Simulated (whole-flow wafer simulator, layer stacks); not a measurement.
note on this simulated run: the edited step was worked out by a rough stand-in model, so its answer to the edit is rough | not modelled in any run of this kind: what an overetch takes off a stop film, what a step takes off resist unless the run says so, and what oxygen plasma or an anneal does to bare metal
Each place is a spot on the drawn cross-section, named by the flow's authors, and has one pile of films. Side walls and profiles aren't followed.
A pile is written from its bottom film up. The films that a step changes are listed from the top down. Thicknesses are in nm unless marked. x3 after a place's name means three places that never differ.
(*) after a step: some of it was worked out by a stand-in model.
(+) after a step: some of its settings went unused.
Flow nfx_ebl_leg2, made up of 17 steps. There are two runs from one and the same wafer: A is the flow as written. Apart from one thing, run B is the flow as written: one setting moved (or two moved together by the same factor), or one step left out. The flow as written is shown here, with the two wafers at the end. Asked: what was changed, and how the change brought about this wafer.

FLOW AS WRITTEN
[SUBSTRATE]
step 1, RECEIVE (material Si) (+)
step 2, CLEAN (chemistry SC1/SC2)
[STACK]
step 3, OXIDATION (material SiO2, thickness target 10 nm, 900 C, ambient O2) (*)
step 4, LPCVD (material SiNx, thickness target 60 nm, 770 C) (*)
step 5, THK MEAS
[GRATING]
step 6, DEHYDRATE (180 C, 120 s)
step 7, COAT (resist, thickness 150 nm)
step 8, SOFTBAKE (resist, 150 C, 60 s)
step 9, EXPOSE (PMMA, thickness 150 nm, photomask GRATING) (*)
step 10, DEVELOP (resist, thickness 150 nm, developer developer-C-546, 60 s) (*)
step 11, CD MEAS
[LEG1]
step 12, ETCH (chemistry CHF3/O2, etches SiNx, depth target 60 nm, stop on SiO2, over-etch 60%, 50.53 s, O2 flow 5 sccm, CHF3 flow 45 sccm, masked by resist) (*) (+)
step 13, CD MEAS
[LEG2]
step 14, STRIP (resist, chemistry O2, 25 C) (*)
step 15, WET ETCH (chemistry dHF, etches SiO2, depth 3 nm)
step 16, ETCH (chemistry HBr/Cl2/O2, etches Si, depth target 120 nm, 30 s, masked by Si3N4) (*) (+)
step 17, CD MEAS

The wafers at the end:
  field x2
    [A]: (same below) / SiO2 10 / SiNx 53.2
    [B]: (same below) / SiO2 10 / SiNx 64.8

Cause: step 4, LPCVD: thickness target 71.6 nm was run, while the flow as written has thickness target 60 nm.

How this came from the change, step by step:
  step 4, LPCVD (material SiNx, thickness target 60 nm, 770 C) (*)
      field x2, pad x2: A SiNx gains 60 (new film) | B SiNx gains 71.6 (new film)
  step 12, ETCH (chemistry CHF3/O2, etches SiNx, depth target 60 nm, stop on SiO2, over-etch 60%, 50.53 s, O2 flow 5 sccm, CHF3 flow 45 sccm, masked by resist) (*) (+)
      pad x2: A SiNx loses 60 (all of it), SiO2 loses 10 (all of it) | B SiNx loses 71.6 (all of it), SiO2 loses 10 (all of it)
